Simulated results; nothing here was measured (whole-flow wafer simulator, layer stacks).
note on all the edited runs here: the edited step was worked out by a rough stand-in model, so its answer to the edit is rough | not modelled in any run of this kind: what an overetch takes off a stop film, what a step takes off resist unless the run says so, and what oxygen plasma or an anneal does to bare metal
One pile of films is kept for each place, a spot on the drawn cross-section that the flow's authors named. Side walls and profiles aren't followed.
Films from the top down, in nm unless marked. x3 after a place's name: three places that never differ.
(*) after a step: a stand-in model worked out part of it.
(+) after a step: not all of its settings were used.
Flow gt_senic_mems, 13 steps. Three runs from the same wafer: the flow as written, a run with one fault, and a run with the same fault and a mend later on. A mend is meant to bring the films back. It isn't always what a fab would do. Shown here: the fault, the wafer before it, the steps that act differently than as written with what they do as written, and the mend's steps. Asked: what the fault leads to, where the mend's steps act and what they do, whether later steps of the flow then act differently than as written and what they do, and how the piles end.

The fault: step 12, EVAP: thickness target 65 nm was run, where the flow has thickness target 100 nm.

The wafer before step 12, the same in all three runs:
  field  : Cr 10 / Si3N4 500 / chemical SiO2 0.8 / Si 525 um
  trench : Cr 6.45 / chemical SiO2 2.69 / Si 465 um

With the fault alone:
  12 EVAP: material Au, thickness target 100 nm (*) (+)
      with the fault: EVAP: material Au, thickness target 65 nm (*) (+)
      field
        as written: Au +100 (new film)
        with the fault: Au +65 (new film)
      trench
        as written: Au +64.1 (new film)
        with the fault: Au +41.8 (new film)
  No later step of the flow acts differently than as written at any place that is followed.
  At the end the piles differ from the flow's by more than 2% or 0.5 nm, whichever is larger, at field, trench.
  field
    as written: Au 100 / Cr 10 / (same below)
    with the fault: Au 65 / Cr 10 / (same below)
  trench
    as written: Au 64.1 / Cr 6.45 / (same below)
    with the fault: Au 41.8 / Cr 6.45 / (same below)

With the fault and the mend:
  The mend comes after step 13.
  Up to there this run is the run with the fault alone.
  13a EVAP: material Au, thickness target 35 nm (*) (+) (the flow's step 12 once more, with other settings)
      field
        Au +35
      trench
        Au +22.5
  No later step of the flow acts differently than as written at any place that is followed.
  At the end the piles differ from the flow's only slightly at the places that both follow, by at most 2% or 0.5 nm, whichever is larger.
